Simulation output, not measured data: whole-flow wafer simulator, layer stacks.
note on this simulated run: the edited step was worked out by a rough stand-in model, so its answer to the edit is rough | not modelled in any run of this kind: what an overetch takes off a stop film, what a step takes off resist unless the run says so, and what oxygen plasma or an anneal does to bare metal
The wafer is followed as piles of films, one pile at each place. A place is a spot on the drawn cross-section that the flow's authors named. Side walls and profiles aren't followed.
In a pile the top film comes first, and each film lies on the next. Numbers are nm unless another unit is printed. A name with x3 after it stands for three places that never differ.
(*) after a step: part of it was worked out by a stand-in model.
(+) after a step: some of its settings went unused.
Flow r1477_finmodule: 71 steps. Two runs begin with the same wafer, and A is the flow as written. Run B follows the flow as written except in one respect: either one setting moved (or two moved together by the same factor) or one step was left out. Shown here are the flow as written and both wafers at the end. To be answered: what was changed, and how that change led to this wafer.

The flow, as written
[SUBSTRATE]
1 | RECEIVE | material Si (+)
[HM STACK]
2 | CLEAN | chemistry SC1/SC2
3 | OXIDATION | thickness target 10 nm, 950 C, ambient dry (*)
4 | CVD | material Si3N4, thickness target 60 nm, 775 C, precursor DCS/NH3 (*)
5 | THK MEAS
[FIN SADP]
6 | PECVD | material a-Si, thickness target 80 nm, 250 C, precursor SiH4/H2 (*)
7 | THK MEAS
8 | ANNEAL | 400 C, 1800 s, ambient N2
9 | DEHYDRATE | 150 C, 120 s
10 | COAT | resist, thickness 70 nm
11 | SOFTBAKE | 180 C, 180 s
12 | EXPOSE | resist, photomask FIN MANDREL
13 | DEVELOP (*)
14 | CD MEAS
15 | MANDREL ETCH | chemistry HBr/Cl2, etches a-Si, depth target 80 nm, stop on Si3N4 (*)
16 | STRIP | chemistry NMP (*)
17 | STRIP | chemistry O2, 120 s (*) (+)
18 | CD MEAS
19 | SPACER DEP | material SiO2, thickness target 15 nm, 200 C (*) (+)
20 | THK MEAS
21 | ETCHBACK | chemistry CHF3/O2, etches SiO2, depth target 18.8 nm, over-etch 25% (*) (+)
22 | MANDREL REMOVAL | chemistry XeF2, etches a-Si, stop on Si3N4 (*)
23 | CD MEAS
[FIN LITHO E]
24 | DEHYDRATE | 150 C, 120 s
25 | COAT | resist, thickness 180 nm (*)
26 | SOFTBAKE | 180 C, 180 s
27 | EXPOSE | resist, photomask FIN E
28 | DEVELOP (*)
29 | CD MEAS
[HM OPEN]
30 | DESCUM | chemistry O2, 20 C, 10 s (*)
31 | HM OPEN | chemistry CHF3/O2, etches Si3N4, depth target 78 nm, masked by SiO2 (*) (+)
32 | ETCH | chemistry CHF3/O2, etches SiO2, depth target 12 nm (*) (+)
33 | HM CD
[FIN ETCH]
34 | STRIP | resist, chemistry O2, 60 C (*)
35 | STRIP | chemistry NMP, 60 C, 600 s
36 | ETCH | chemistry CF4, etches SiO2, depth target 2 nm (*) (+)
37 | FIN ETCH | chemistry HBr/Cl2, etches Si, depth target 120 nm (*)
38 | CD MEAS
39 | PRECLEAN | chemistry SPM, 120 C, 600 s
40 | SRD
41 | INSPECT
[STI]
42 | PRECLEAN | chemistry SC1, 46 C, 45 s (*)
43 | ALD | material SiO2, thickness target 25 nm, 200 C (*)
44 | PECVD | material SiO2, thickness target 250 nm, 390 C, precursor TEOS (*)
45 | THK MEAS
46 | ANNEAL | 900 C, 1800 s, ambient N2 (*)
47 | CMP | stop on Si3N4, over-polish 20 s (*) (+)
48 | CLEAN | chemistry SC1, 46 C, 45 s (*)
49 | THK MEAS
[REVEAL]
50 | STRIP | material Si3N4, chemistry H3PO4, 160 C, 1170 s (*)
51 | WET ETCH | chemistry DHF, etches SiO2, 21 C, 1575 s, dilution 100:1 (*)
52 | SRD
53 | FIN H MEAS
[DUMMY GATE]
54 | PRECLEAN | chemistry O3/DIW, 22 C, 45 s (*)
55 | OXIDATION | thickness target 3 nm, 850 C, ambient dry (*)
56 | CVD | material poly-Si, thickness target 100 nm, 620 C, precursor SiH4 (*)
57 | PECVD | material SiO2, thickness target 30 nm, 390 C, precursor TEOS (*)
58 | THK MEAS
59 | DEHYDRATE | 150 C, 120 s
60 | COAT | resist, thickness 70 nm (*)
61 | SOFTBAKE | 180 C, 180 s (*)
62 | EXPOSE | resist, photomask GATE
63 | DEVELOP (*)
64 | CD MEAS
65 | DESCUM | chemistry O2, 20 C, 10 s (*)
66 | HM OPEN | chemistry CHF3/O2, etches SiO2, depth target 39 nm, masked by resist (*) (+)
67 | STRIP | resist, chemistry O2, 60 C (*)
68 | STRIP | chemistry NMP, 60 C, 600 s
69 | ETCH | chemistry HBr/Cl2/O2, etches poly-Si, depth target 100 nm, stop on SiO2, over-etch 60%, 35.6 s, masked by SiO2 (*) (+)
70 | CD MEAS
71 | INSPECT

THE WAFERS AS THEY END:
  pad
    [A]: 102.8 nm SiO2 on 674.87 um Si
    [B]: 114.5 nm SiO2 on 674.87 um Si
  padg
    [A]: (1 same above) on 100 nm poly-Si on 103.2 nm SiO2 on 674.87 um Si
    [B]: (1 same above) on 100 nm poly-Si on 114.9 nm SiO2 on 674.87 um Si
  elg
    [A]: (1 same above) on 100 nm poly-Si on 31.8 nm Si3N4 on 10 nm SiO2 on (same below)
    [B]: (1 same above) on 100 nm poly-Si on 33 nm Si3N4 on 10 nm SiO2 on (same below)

Cause: step 51, WET ETCH: 17.45 C was run, whereas the flow has 21 C.

Step by step, how the change led to this:
  51 | WET ETCH | chemistry DHF, etches SiO2, 21 C, 1575 s, dilution 100:1 (*)
      pad, padg, e40sg and 12 more: A SiO2 loses 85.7 | B SiO2 loses 74
      elg, e40lg, e100lg, e200lg, elo, e40lo, e100lo, e200lo: A SiO2 loses 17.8 (all of it), Si3N4 loses 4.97 | B SiO2 loses 17.8 (all of it), Si3N4 loses 3.72
      (and at 7 other places as well)
  56 | CVD | material poly-Si, thickness target 100 nm, 620 C, precursor SiH4 (*)
      s40cg, s40co: A poly-Si gains 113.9 (new film) | B poly-Si gains 103.1 (new film)
      s45cg, s45co: A poly-Si gains 113.4 (new film) | B poly-Si gains 102.6 (new film)
      (and at 3 other places as well)
  60 | COAT | resist, thickness 70 nm (*)
      e40sg, eso, e40so: A resist gains 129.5 (new film) | B resist gains 119.6 (new film)
      e100sg, e100so: A resist gains 129.4 (new film) | B resist gains 119.5 (new film)
      (and at 8 other places as well)
  63 | DEVELOP (*)
      eso, e40so: A resist loses 129.5 (all of it) | B resist loses 119.6 (all of it)
      e100so: A resist loses 129.4 (all of it) | B resist loses 119.5 (all of it)
      (and at 4 other places as well)
  67 | STRIP | resist, chemistry O2, 60 C (*)
      e40sg: A resist loses 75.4 (all of it) | B resist loses 65.5 (all of it)
      e100sg: A resist loses 75.3 (all of it) | B resist loses 65.4 (all of it)
      (and at 4 other places as well)
  69 | ETCH | chemistry HBr/Cl2/O2, etches poly-Si, depth target 100 nm, stop on SiO2, over-etch 60%, 35.6 s, masked by SiO2 (*) (+)
      s40co: A chemical SiO2 loses 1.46 (all of it), poly-Si loses 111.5 (all of it), SiO2 loses 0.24 | B chemical SiO2 loses 1.41 (all of it), poly-Si loses 100.7 (all of it), SiO2 loses 0.3
      s45co: A chemical SiO2 loses 1.46 (all of it), poly-Si loses 110.9 (all of it), SiO2 loses 0.25 | B chemical SiO2 loses 1.41 (all of it), poly-Si loses 100.2 (all of it), SiO2 loses 0.3
      (and at 1 other place as well)
